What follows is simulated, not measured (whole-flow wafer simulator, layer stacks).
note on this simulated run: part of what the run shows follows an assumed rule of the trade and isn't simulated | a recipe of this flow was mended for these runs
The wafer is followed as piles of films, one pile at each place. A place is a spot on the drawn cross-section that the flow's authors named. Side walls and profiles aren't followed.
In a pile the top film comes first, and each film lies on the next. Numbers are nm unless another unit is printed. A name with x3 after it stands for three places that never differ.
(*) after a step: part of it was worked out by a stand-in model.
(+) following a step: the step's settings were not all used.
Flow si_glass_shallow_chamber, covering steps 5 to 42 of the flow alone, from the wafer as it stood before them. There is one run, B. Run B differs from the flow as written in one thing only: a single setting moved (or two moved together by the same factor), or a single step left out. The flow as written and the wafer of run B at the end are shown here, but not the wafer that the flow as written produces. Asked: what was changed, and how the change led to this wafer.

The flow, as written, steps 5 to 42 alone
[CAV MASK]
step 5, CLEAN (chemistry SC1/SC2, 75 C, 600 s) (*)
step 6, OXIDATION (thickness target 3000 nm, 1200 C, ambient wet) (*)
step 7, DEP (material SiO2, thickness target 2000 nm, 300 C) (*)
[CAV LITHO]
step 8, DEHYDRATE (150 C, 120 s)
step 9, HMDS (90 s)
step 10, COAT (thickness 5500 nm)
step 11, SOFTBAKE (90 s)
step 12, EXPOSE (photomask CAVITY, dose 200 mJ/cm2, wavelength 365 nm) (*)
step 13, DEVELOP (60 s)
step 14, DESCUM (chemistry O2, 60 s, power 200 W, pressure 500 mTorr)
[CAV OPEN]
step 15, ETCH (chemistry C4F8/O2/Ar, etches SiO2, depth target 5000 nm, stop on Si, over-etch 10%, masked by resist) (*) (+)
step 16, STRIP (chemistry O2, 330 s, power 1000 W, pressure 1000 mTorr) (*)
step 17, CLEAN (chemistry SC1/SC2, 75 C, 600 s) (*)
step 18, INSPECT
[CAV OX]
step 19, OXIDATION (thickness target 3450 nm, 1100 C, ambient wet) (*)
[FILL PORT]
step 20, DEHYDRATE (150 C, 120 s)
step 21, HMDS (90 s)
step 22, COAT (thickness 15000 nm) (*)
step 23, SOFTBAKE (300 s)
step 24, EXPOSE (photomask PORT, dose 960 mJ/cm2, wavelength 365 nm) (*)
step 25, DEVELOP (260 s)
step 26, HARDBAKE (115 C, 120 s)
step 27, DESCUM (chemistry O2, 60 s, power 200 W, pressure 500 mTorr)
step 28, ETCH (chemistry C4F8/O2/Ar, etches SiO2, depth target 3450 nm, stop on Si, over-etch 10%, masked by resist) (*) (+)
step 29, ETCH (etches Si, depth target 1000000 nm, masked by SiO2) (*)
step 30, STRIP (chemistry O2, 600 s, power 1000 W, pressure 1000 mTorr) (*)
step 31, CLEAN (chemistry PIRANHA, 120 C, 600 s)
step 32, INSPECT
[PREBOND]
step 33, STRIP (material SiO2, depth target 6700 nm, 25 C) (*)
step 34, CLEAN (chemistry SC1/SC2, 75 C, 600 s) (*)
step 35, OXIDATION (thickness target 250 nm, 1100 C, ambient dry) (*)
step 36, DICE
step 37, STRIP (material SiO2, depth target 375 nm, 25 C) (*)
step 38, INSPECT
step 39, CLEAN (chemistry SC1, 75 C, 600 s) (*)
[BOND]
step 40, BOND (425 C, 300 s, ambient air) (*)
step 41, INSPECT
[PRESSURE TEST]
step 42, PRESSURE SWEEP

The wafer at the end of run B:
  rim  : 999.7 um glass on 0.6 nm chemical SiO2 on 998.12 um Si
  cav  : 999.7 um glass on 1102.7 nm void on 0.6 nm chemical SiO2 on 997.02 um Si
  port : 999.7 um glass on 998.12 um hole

What caused this: step 6, OXIDATION: 1177 C was run, though the flow has 1200 C.

Step by step, how the change led to this:
  step 6, OXIDATION (thickness target 3000 nm, 1200 C, ambient wet) (*)
      rim, ramp, cav, port, septum, ring: SiO2 gains 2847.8 (new film), chemical SiO2 loses 0.6 (all of it), Si loses 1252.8 (as written it would have been: SiO2 gains 3000 (new film), chemical SiO2 loses 0.6 (all of it), Si loses 1319.7)
  step 15, ETCH (chemistry C4F8/O2/Ar, etches SiO2, depth target 5000 nm, stop on Si, over-etch 10%, masked by resist) (*) (+)
      rim, ramp, septum, ring: thick-i-line-resist loses 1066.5 (as written it would have been: thick-i-line-resist loses 1100)
      cav, port: SiO2 loses 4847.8 (all of it), Si loses 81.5 (as written it would have been: SiO2 loses 5000 (all of it), Si loses 62.5)
  step 19, OXIDATION (thickness target 3450 nm, 1100 C, ambient wet) (*)
      rim, ramp, septum, ring: SiO2 gains 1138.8, Si loses 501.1 (as written it would have been: SiO2 gains 1110.9, Si loses 488.8)
  step 22, COAT (thickness 15000 nm) (*)
      rim: thick-i-line-resist gains 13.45 um (new film) (as written it would have been: thick-i-line-resist gains 13.4 um (new film))
      ramp: thick-i-line-resist gains 12.96 um (new film) (as written it would have been: thick-i-line-resist gains 12.89 um (new film))
      (and at 3 other places as well)
  step 23, SOFTBAKE (300 s)
      rim: thick-i-line-resist loses 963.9 (as written it would have been: thick-i-line-resist loses 997)
      ramp: thick-i-line-resist loses 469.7 (as written it would have been: thick-i-line-resist loses 487.1)
      (and at 4 other places as well)
  step 25, DEVELOP (260 s)
      port: thick-i-line-resist loses 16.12 um (all of it) (as written it would have been: thick-i-line-resist loses 16.16 um (all of it))
  step 29, ETCH (etches Si, depth target 1000000 nm, masked by SiO2) (*)
      rim, ramp: thick-i-line-resist loses 11.55 um (all of it), SiO2 loses 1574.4 (as written it would have been: thick-i-line-resist loses 11.47 um (all of it), SiO2 loses 1617.3)
      port: hole gains 997.1 um (new film), Si loses 997.1 um (all of it) (as written it would have been: hole gains 997.05 um (new film), Si loses 997.05 um (all of it))
      (and at 2 other places as well)
  step 30, STRIP (chemistry O2, 600 s, power 1000 W, pressure 1000 mTorr) (*)
      cav: thick-i-line-resist loses 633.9 (all of it) (as written it would have been: thick-i-line-resist loses 669.6 (all of it))
  step 33, STRIP (material SiO2, depth target 6700 nm, 25 C) (*)
      septum: SiO2 loses 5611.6 (all of it) (as written it would have been: SiO2 loses 5732.1 (all of it))
      ring: SiO2 loses 5635.4 (all of it) (as written it would have been: SiO2 loses 5756.7 (all of it))
